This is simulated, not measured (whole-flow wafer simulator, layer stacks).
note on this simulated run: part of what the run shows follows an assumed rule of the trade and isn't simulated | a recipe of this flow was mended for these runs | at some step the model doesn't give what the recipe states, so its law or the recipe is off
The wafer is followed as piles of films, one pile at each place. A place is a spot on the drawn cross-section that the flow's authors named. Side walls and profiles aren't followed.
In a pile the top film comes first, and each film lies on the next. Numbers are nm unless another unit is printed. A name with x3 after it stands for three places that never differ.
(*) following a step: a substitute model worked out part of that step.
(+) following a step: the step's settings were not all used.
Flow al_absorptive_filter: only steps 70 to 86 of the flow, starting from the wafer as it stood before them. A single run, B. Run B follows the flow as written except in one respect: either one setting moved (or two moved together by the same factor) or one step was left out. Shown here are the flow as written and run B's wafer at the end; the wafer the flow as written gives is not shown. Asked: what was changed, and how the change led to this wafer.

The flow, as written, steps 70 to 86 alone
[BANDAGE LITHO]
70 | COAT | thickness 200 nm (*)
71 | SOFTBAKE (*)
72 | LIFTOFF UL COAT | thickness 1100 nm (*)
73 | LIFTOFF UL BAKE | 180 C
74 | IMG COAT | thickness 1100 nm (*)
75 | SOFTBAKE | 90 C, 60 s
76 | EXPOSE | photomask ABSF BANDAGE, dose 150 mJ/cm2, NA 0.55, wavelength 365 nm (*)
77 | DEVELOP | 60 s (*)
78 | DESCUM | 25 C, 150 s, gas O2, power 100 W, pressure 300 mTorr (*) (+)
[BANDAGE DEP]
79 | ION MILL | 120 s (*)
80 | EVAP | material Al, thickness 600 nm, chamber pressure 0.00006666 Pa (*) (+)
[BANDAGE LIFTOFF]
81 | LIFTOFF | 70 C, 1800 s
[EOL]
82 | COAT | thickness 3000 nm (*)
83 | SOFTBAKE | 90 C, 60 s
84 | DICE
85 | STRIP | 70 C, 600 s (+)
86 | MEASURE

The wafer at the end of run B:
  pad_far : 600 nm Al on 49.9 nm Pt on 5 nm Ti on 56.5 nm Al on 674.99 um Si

Cause: step 78, DESCUM: 116 s was run, whereas the flow has 150 s.

Step by step, how the change led to this:
  78 | DESCUM | 25 C, 150 s, gas O2, power 100 W, pressure 300 mTorr (*) (+)
      pad_far: -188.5 acrylic-e-beam-resist (as written it would have been: -203.2 acrylic-e-beam-resist (all of it))
      gnd, ledge, res and 9 more: -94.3 i-line-resist (as written it would have been: -121.9 i-line-resist)
  79 | ION MILL | 120 s (*)
      pad_far: -14.6 acrylic-e-beam-resist (all of it), -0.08 Pt (as written it would have been: -14.7 Pt)
  81 | LIFTOFF | 70 C, 1800 s
      xa_field, xl_land, idc_field: -600 Al (all of it), -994 i-line-resist (all of it), -1100 lift-off-underlayer (all of it), -200 acrylic-e-beam-resist (all of it) (as written it would have been: -600 Al (all of it), -966.4 i-line-resist (all of it), -1100 lift-off-underlayer (all of it), -200 acrylic-e-beam-resist (all of it))
      gnd: -600 Al (all of it), -995.9 i-line-resist (all of it), -1103.3 lift-off-underlayer (all of it), -200.9 acrylic-e-beam-resist (all of it) (as written it would have been: -600 Al (all of it), -968.3 i-line-resist (all of it), -1103.3 lift-off-underlayer (all of it), -200.9 acrylic-e-beam-resist (all of it))
      (and at 8 other places as well)
